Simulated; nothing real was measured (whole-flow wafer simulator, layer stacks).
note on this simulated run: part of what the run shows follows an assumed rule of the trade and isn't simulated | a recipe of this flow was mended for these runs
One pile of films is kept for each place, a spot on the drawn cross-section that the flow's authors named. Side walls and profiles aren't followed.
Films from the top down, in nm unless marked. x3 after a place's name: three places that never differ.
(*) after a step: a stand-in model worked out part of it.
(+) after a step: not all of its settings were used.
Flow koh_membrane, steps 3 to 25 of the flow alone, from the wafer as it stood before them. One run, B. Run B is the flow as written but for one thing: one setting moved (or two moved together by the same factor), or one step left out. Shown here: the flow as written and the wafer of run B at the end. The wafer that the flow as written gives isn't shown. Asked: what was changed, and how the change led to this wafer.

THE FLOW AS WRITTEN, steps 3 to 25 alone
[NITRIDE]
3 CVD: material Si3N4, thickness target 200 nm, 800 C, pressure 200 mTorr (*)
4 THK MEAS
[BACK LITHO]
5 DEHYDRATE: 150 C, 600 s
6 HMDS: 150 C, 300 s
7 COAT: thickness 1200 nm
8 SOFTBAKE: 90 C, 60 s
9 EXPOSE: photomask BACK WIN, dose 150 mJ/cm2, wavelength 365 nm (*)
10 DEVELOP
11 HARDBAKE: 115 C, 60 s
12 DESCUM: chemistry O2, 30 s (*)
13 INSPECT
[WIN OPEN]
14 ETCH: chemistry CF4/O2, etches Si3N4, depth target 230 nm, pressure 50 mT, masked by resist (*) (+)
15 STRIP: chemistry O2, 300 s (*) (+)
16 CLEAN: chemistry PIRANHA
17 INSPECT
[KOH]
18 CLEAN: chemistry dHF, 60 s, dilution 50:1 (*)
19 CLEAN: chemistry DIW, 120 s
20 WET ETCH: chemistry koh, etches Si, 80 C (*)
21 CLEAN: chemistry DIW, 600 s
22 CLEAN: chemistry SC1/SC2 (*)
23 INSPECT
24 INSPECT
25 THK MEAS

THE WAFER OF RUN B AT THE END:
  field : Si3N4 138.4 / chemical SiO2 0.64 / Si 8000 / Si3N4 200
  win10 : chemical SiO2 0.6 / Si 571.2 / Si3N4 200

The cause: step 3, CVD: thickness target 140 nm was run, where the flow has thickness target 200 nm.

How the change led to this, step by step:
  3 CVD: material Si3N4, thickness target 200 nm, 800 C, pressure 200 mTorr (*)
      field, win20 x4, win10: Si3N4 +140 (new film) (as written it would be: Si3N4 +200 (new film))
  14 ETCH: chemistry CF4/O2, etches Si3N4, depth target 230 nm, pressure 50 mT, masked by resist (*) (+)
      win20 x4, win10: Si3N4 -140 (all of it), chemical SiO2 -0.64 (all of it), Si -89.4 (as written it would be: Si3N4 -200 (all of it), chemical SiO2 -0.64 (all of it), Si -29.4)
